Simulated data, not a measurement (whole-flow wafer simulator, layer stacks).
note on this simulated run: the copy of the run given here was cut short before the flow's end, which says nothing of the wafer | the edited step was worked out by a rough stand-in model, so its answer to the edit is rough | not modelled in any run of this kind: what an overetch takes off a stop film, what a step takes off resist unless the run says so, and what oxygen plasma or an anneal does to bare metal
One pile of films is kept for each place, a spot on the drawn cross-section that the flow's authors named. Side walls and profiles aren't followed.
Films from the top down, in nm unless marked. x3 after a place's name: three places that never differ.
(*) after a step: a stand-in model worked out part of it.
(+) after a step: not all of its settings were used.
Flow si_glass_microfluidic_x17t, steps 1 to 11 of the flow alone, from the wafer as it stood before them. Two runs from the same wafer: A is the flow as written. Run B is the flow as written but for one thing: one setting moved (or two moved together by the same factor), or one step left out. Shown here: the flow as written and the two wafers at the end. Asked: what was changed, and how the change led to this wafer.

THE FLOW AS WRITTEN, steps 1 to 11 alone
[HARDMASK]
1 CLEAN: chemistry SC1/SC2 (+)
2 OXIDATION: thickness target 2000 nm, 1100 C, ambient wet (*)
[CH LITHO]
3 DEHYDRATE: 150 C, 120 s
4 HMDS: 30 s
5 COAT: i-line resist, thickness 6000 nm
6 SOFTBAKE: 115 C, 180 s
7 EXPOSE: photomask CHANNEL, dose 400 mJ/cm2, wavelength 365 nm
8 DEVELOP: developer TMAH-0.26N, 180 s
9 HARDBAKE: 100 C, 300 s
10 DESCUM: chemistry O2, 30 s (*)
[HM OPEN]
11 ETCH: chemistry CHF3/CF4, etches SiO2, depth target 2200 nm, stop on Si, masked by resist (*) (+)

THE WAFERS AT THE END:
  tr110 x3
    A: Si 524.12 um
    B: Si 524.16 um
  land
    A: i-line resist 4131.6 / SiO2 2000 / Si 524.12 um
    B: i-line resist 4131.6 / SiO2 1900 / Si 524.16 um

The cause: step 2, OXIDATION: thickness target 1900 nm was run, where the flow has thickness target 2000 nm.
It can be read off the wafer: land has SiO2 1900, and step 2 as written asks for 2000 nm.

How the change led to this, step by step:
  2 OXIDATION: thickness target 2000 nm, 1100 C, ambient wet (*)
      land, tr110 x3: A SiO2 +2000 (new film), chemical SiO2 -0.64 (all of it), Si -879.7 | B SiO2 +1900 (new film), chemical SiO2 -0.64 (all of it), Si -835.7
  11 ETCH: chemistry CHF3/CF4, etches SiO2, depth target 2200 nm, stop on Si, masked by resist (*) (+)
      tr110 x3: A SiO2 -2000 (all of it) | B SiO2 -1900 (all of it)
